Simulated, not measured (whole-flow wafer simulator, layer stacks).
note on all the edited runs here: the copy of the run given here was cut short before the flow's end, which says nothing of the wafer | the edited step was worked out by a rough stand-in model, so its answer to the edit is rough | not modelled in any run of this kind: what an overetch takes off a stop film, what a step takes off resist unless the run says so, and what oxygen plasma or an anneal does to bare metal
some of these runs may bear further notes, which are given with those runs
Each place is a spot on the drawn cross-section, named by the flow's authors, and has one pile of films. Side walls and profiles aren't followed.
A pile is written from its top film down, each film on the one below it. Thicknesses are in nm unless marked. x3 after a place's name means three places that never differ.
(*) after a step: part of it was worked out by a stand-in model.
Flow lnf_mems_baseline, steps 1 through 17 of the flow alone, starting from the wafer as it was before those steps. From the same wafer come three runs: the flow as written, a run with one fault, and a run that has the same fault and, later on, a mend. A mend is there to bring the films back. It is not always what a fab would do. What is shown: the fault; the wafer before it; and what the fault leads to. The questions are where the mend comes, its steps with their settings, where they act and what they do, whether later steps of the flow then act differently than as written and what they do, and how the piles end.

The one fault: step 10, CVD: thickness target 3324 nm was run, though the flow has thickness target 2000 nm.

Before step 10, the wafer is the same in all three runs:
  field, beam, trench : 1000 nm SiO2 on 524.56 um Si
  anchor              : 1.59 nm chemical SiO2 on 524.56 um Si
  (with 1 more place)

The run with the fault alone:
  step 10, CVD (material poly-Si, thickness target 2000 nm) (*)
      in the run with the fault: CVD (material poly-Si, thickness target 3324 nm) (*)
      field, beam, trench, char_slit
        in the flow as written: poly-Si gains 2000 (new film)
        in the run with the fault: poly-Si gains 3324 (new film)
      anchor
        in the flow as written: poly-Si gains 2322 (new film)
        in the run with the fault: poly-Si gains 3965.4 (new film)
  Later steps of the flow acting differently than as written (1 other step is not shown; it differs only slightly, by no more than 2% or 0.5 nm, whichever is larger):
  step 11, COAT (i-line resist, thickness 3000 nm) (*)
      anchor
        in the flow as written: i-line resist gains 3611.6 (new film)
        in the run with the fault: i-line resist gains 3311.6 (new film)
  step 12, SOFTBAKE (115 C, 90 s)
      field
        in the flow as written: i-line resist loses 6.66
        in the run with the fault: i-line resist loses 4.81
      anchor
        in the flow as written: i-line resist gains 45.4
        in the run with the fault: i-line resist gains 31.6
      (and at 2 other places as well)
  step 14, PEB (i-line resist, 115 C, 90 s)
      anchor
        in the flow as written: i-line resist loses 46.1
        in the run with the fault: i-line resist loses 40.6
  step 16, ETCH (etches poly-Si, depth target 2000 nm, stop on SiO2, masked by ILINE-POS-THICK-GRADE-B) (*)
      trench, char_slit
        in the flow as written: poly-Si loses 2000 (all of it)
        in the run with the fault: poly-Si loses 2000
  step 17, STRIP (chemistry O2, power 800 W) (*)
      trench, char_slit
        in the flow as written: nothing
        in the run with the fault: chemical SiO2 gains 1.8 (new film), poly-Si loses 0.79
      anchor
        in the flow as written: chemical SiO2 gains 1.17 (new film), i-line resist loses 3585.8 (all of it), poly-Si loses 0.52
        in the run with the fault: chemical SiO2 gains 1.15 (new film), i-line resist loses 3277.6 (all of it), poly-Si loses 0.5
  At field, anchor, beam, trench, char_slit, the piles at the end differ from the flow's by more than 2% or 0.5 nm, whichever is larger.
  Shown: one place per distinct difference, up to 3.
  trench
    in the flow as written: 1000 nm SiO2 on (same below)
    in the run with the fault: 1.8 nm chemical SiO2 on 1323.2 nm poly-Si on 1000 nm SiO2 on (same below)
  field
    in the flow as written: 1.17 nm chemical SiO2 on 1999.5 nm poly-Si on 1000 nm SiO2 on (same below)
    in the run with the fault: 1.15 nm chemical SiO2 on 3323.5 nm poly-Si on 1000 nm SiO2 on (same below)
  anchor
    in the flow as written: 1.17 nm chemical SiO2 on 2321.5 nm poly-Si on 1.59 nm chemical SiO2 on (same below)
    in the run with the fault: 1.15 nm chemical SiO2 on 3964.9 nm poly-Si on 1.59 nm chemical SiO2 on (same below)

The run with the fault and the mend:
  The mend follows step 10.
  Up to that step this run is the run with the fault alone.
  step 10a, ETCH (chemistry tmah, depth target 4469 nm)
      field, beam, trench, char_slit
        poly-Si loses 3324 (all of it)
      anchor
        poly-Si loses 3965.4 (all of it)
  step 10b, CLEAN (chemistry SC1/SC2) (the flow's step 1 again)
      alters no film at any place that is followed
  step 10c, CVD (material poly-Si, thickness target 2000 nm) (*) (the flow's step 10 again)
      field, beam, trench, char_slit
        poly-Si gains 2000 (new film)
      anchor
        poly-Si gains 2322 (new film)
  None of the later steps of the flow acts differently than as written at any place that is followed.
  At every place that both follow, the piles at the end match the flow's.
